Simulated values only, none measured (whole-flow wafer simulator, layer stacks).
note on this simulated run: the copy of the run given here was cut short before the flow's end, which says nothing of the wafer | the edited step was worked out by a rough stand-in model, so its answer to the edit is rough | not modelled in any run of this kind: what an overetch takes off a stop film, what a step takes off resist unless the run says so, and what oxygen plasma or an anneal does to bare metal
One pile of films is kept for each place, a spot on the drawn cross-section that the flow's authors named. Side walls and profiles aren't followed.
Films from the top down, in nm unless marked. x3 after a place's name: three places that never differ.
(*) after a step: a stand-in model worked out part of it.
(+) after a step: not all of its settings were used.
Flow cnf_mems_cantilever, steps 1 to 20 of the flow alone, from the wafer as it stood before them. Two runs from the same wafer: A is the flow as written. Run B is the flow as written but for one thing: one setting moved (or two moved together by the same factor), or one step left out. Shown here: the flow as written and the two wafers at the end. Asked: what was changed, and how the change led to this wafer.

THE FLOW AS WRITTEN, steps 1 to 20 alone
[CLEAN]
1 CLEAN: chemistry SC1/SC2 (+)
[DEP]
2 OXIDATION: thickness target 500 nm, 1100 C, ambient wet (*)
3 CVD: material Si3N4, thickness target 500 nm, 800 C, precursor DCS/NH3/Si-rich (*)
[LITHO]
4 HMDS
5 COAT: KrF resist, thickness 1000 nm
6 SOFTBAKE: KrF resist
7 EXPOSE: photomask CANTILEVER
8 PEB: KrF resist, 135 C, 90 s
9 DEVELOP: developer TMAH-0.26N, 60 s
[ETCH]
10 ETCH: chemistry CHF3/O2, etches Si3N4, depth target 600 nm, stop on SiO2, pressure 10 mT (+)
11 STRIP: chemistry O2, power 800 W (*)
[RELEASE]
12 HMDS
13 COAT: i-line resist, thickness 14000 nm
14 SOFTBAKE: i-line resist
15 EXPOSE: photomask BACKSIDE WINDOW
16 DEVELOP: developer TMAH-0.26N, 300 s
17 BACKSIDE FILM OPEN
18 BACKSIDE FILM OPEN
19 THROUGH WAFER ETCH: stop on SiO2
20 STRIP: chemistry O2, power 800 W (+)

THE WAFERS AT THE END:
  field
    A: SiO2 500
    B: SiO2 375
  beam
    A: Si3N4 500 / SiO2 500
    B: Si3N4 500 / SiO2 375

The cause: step 2, OXIDATION: thickness target 375 nm was run, where the flow has thickness target 500 nm.
It can be read off the wafer: field has SiO2 375, and step 2 as written asks for 500 nm.

How the change led to this, step by step:
  2 OXIDATION: thickness target 500 nm, 1100 C, ambient wet (*)
      field, beam: A SiO2 +500 (new film), chemical SiO2 -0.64 (all of it), Si -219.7 | B SiO2 +375 (new film), chemical SiO2 -0.64 (all of it), Si -164.7
  19 THROUGH WAFER ETCH: stop on SiO2
      field: A under 1 film: Si -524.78 um (all of it) | B under 1 film: Si -524.84 um (all of it)
      beam: A under 2 films: Si -524.78 um (all of it) | B under 2 films: Si -524.84 um (all of it)
